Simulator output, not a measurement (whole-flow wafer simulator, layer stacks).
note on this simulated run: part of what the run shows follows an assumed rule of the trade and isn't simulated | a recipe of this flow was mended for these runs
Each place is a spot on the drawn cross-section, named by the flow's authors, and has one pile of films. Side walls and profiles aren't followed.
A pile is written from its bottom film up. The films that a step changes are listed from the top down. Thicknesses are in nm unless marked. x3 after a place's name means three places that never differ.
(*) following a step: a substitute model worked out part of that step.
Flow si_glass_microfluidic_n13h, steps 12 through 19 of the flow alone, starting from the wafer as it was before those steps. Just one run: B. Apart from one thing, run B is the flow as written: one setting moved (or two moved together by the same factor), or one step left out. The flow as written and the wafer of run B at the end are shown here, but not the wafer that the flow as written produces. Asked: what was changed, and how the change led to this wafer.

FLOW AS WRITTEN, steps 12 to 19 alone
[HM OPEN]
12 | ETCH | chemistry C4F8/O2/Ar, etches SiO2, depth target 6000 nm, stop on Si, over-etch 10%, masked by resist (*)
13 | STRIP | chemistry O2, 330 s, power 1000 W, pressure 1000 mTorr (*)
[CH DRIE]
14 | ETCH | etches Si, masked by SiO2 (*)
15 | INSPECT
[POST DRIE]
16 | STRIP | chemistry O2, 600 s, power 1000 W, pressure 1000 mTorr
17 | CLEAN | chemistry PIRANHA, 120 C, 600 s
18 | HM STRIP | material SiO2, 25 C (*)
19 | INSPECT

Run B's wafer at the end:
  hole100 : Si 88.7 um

The reason: step 12, ETCH: depth target 6966 nm was run, whereas the flow has depth target 6000 nm.

Step by step, how the change led to this:
  12 | ETCH | chemistry C4F8/O2/Ar, etches SiO2, depth target 6000 nm, stop on Si, over-etch 10%, masked by resist (*)
      land: thick-i-line-resist loses 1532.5 (as written it would have been: thick-i-line-resist loses 1320)
      hole100: SiO2 loses 6000 (all of it), Si loses 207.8 (as written it would have been: SiO2 loses 6000 (all of it), Si loses 75)
  13 | STRIP | chemistry O2, 330 s, power 1000 W, pressure 1000 mTorr (*)
      land: thick-i-line-resist loses 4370 (all of it) (as written it would have been: thick-i-line-resist loses 4582.5 (all of it))
